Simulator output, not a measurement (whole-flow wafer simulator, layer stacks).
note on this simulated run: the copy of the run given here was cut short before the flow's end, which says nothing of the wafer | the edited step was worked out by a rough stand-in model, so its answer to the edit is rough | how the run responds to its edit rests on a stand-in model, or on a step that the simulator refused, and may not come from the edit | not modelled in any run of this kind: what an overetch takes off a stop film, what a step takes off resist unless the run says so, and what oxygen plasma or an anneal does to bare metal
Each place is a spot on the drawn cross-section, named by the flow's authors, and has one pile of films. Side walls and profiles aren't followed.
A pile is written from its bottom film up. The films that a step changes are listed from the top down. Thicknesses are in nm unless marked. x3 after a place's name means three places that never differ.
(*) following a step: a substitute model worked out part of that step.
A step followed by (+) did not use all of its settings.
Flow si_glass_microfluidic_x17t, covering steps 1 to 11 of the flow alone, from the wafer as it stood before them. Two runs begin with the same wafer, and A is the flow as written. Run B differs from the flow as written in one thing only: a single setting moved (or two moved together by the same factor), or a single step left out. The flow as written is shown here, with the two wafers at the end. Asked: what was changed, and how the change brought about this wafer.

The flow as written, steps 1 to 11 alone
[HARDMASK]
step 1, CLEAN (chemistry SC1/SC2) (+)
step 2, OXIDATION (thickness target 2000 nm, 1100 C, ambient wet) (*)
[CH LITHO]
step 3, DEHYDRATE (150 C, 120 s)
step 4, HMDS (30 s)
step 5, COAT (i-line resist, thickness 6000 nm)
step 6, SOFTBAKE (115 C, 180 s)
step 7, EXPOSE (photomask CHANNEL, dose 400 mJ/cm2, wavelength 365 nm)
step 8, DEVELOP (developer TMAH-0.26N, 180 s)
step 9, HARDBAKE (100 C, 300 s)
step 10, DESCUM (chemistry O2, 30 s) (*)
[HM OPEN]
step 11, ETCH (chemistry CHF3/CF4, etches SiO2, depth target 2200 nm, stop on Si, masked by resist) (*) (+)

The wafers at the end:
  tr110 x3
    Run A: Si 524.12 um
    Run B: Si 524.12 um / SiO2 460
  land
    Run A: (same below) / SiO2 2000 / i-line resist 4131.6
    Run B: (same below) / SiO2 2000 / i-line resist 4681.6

What caused this: step 11, ETCH: depth target 1540 nm was run, while the flow as written has depth target 2200 nm.

Step by step, how the change led to this:
  step 11, ETCH (chemistry CHF3/CF4, etches SiO2, depth target 2200 nm, stop on Si, masked by resist) (*) (+)
      tr110 x3: A SiO2 loses 2000 (all of it) | B SiO2 loses 1540
      land: A i-line resist loses 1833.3 | B i-line resist loses 1283.3
